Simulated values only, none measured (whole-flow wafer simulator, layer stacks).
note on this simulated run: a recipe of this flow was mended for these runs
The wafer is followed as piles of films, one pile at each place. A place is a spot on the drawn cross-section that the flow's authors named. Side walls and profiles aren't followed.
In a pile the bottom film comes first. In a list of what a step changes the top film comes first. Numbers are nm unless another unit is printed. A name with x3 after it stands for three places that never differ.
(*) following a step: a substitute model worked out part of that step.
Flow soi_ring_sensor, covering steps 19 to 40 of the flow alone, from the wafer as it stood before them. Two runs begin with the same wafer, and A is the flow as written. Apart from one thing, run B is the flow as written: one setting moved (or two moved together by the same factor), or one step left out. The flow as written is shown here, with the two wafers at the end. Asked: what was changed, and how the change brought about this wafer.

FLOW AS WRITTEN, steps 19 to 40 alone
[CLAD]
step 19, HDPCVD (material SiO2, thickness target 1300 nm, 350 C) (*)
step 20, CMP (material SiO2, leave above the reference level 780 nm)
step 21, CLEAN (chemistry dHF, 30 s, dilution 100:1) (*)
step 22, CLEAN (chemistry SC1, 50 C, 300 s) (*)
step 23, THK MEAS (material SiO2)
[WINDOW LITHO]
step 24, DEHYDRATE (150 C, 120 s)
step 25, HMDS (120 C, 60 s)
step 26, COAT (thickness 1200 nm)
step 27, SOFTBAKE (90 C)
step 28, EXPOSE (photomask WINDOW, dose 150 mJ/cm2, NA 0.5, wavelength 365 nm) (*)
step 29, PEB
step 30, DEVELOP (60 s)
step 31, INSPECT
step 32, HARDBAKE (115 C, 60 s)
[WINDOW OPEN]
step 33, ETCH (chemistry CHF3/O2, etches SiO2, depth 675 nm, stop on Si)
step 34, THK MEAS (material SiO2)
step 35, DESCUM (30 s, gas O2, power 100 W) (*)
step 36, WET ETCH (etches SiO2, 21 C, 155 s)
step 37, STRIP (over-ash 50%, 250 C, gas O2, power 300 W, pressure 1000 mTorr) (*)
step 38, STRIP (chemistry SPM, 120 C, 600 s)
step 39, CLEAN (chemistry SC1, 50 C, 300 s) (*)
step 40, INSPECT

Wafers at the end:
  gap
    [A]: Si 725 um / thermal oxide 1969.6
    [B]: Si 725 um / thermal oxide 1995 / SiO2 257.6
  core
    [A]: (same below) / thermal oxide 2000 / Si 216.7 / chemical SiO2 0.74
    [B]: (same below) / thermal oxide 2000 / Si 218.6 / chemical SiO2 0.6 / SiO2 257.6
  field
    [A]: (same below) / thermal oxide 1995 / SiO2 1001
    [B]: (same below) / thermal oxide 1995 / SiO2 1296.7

Cause: step 20, CMP: material SiO2, leave above the reference level 780 nm, was not run.

How this came from the change, step by step:
  step 26, COAT (thickness 1200 nm)
      core, core_clad: A i-line-resist gains 1200 (new film) | B i-line-resist gains 1006.4 (new film)
      gap, gap_clad: A i-line-resist gains 1200 (new film) | B i-line-resist gains 1233 (new film)
  step 27, SOFTBAKE (90 C)
      core, core_clad: A nothing | B i-line-resist loses 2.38
      gap, gap_clad: A nothing | B i-line-resist loses 2.93
      (also at 1 further place)
  step 29, PEB
      core, core_clad: A i-line-resist loses 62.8 | B i-line-resist loses 52.2
      gap, gap_clad: A i-line-resist loses 62.8 | B i-line-resist loses 64.4
  step 30, DEVELOP (60 s)
      core: A i-line-resist loses 1137.2 (all of it) | B i-line-resist loses 951.9 (all of it)
      gap: A i-line-resist loses 1137.2 (all of it) | B i-line-resist loses 1165.6 (all of it)
  step 32, HARDBAKE (115 C, 60 s)
      core_clad: A i-line-resist loses 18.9 | B i-line-resist loses 15.5
  step 36, WET ETCH (etches SiO2, 21 C, 155 s)
      gap, window: A SiO2 loses 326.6 (all of it), thermal oxide loses 25 | B SiO2 loses 364.2
      core: A SiO2 loses 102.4 (all of it), chemical SiO2 loses 0.6 (all of it), Si loses 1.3 | B SiO2 loses 364.2
  step 37, STRIP (over-ash 50%, 250 C, gas O2, power 300 W, pressure 1000 mTorr) (*)
      core: A chemical SiO2 gains 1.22 (new film), Si loses 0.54 | B nothing
      core_clad: A i-line-resist loses 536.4 (all of it) | B i-line-resist loses 354.6 (all of it)
      (also at 1 further place)
  step 39, CLEAN (chemistry SC1, 50 C, 300 s) (*)
      gap, window: A thermal oxide loses 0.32 | B SiO2 loses 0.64
      core: A chemical SiO2 loses 0.48 | B SiO2 loses 0.64
